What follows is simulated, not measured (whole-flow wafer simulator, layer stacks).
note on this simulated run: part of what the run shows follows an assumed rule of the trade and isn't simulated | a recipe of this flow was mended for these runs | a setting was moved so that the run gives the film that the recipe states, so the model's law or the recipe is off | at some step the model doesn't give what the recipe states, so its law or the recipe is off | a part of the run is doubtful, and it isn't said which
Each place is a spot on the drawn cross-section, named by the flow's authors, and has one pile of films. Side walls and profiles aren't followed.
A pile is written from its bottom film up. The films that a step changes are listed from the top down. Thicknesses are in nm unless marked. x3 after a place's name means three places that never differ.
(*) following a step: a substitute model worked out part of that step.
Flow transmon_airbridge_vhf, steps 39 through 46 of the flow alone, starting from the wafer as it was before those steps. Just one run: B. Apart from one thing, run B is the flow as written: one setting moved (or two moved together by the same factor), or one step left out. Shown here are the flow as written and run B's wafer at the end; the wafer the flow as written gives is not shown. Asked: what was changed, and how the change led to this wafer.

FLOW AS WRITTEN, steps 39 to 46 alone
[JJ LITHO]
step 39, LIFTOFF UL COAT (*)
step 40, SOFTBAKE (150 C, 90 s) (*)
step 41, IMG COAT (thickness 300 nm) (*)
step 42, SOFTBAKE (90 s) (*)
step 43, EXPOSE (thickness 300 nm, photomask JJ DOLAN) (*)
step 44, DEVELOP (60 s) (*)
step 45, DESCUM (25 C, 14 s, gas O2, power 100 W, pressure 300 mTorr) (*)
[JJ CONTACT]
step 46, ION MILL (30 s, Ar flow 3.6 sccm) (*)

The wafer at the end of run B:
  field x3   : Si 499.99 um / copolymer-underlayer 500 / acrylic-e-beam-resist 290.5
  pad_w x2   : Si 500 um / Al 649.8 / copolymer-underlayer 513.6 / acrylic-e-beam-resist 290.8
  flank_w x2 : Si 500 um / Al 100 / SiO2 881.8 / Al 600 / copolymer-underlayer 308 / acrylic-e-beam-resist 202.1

What caused this: step 41, IMG COAT: thickness 322 nm was run, though the flow has thickness 300 nm; step 43, EXPOSE: thickness 322 nm was run, where the flow has thickness 300 nm.

Step by step, how the change led to this:
  step 41, IMG COAT (thickness 300 nm) (*)
      field x3, jj_line, ground_far x3: +322 acrylic-e-beam-resist (new film) (as written it would have been: +300 acrylic-e-beam-resist (new film))
      pad_w x2: +322.3 acrylic-e-beam-resist (new film) (as written it would have been: +300.2 acrylic-e-beam-resist (new film))
      (also at 8 further places)
  step 44, DEVELOP (60 s) (*)
      jj_line: -322 acrylic-e-beam-resist (all of it), -500 copolymer-underlayer (all of it) (as written it would have been: -300 acrylic-e-beam-resist (all of it), -500 copolymer-underlayer (all of it))
